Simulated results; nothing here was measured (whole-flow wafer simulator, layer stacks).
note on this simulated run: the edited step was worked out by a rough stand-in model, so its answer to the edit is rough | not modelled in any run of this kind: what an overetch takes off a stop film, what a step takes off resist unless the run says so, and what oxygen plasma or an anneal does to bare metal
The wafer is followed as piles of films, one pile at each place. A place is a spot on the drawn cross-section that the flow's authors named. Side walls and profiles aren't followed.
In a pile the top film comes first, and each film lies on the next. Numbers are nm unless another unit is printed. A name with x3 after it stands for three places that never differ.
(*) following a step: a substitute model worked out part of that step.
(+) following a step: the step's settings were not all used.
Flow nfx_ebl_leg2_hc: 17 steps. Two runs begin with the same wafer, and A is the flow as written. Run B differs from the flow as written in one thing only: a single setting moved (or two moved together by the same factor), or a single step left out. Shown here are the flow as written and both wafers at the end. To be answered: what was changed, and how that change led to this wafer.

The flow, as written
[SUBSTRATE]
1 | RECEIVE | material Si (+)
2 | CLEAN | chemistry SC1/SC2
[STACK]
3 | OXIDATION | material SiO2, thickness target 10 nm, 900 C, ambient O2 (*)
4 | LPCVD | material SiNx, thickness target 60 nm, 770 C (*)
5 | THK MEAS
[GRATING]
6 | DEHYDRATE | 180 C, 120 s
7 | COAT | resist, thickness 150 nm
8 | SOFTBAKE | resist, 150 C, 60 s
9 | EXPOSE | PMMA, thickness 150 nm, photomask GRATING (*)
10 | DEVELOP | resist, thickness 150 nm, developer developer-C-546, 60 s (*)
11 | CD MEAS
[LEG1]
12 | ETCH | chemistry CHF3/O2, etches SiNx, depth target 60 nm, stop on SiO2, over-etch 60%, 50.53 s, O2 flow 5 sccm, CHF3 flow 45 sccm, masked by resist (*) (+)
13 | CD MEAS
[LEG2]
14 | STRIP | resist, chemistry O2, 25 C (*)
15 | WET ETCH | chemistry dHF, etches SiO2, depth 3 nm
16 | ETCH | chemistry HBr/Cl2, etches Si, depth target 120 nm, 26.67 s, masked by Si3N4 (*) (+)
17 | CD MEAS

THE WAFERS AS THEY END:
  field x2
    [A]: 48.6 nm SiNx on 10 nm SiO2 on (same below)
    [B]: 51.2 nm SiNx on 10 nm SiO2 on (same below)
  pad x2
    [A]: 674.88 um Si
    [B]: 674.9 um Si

What caused this: step 16, ETCH: depth target 92.5 nm was run, while the flow as written has depth target 120 nm; step 16, ETCH: 20.56 s was run, where the flow has 26.67 s.

Step by step, how the change led to this:
  16 | ETCH | chemistry HBr/Cl2, etches Si, depth target 120 nm, 26.67 s, masked by Si3N4 (*) (+)
      field x2: A -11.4 SiNx | B -8.81 SiNx
      pad x2: A -120 Si | B -92.5 Si
